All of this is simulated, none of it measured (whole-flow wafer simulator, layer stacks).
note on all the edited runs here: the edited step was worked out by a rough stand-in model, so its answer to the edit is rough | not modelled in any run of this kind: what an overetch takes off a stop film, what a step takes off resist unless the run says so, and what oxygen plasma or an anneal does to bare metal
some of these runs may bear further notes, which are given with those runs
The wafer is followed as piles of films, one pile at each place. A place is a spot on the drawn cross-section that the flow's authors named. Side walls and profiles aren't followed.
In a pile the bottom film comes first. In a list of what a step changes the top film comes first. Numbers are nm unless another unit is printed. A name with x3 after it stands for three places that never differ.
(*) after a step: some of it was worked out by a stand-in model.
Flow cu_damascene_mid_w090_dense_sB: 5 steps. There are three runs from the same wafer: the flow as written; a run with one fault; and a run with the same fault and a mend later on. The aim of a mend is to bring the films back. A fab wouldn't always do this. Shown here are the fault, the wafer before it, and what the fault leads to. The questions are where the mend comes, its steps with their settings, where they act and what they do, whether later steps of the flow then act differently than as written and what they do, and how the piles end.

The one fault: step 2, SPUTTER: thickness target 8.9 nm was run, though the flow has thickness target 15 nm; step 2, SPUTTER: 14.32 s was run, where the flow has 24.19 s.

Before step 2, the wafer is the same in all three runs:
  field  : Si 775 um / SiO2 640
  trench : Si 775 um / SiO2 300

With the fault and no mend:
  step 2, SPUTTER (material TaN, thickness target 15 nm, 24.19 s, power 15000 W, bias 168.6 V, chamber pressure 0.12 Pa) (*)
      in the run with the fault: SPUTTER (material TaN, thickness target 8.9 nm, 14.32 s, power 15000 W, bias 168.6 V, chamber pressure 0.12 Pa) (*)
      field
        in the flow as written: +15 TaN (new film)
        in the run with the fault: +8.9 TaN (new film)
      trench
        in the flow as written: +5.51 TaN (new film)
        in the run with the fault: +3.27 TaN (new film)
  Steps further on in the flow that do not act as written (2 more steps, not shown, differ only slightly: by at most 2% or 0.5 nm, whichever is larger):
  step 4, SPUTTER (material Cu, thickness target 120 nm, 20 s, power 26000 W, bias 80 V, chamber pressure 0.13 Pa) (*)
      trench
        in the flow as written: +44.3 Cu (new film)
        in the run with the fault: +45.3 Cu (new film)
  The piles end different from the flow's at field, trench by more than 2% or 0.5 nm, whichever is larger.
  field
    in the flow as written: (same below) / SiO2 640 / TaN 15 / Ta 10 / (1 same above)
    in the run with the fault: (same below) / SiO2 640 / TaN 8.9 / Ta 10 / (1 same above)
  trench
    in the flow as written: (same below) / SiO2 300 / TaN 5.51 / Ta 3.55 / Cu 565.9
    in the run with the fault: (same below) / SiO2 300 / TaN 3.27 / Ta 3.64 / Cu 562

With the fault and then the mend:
  After step 2 comes the mend.
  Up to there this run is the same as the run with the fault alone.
  step 2a, SPUTTER (material TaN, thickness target 6.1 nm, 9.87 s, power 15000 W, bias 168.6 V, chamber pressure 0.12 Pa) (*) (a further turn of the flow's step 2, with different settings)
      field
        +6.1 TaN
      trench
        +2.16 TaN
  None of the later steps of the flow differs from how it acts as written, at any place that is followed, by more than 2% or 0.5 nm, whichever is larger.
  When the end is reached, the piles differ only a little from the flow's at the places that both follow, at most by 2% or 0.5 nm, whichever is larger.
